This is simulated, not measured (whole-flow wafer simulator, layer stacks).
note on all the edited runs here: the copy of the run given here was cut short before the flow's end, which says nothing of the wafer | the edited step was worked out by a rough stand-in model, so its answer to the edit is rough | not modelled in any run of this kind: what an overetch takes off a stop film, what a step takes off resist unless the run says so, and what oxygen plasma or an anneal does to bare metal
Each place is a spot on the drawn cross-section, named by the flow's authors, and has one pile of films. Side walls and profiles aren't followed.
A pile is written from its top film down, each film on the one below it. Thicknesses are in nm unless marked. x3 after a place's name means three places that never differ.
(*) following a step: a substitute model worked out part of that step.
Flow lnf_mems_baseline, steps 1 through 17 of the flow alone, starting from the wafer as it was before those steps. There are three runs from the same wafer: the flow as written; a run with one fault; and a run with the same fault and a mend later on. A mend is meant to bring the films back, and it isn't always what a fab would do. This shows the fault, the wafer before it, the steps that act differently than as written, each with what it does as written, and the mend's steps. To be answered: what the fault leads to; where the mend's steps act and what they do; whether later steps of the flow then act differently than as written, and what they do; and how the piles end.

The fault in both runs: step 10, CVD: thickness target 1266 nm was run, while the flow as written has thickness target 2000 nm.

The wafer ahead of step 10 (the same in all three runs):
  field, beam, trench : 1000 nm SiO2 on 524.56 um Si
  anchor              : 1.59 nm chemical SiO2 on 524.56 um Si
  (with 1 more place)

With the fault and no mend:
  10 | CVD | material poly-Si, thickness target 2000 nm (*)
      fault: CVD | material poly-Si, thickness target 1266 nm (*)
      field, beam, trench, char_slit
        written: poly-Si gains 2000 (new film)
        fault: poly-Si gains 1266 (new film)
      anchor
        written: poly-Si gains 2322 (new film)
        fault: poly-Si gains 1266 (new film)
  Later steps of the flow acting differently than as written (not shown: 1 more step that differs only slightly, by at most 2% or 0.5 nm, whichever is larger):
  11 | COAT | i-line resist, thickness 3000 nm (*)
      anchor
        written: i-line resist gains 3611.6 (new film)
        fault: i-line resist gains 3894.6 (new film)
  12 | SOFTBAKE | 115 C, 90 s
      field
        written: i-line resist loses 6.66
        fault: i-line resist loses 10.7
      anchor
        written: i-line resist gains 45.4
        fault: i-line resist gains 72.2
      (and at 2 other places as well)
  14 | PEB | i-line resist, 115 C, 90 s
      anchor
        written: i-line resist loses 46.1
        fault: i-line resist loses 51.7
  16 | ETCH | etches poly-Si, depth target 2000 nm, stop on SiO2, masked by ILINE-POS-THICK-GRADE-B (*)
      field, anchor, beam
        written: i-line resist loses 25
        fault: i-line resist loses 23.7
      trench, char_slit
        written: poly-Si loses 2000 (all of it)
        fault: poly-Si loses 1266 (all of it)
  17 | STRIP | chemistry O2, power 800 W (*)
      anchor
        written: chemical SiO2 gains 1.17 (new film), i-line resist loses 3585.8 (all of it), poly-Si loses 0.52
        fault: chemical SiO2 gains 1.2 (new film), i-line resist loses 3891.2 (all of it), poly-Si loses 0.53
  By the end, the piles at field, anchor, beam depart from the flow's by more than 2% or 0.5 nm, whichever is larger.
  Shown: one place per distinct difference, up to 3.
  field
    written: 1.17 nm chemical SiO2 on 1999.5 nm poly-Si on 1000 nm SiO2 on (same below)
    fault: 1.2 nm chemical SiO2 on 1265.5 nm poly-Si on 1000 nm SiO2 on (same below)
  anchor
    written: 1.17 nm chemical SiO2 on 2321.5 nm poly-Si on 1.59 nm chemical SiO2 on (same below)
    fault: 1.2 nm chemical SiO2 on 1265.5 nm poly-Si on 1.59 nm chemical SiO2 on (same below)

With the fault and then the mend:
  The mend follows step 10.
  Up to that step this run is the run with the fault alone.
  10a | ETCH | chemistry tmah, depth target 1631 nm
      field, anchor, beam, trench, char_slit
        poly-Si loses 1266 (all of it)
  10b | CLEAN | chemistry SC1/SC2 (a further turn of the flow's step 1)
      leaves every film unchanged at each place that is followed
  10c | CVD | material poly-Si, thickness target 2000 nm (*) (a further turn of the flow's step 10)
      field, beam, trench, char_slit
        poly-Si gains 2000 (new film)
      anchor
        poly-Si gains 2322 (new film)
  None of the later steps of the flow acts differently than as written at any place that is followed.
  The piles end the same as the flow's at every place that both follow.
